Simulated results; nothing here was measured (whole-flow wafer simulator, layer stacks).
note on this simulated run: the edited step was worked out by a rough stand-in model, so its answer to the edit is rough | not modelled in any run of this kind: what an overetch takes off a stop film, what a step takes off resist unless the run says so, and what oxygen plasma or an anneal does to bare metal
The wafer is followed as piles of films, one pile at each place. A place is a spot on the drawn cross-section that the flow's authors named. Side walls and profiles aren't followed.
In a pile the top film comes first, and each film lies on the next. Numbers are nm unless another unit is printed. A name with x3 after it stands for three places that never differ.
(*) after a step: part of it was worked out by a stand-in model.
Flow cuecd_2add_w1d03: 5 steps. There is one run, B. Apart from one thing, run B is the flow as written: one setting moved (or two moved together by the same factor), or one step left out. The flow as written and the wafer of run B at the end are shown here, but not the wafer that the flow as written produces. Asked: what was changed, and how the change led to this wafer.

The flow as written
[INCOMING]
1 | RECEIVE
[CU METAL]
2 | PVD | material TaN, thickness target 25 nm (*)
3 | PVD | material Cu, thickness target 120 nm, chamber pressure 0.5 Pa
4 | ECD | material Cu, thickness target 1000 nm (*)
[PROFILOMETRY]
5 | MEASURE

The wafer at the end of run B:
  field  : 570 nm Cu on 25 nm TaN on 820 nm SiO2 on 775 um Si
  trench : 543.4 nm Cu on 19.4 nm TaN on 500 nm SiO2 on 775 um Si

What caused this: step 4, ECD: thickness target 450 nm was run, whereas the flow has thickness target 1000 nm.

How this came from the change, step by step:
  4 | ECD | material Cu, thickness target 1000 nm (*)
      field: Cu gains 450 (in the flow as written it would be: Cu gains 1000)
      trench: Cu gains 450 (in the flow as written it would be: Cu gains 1226.8)
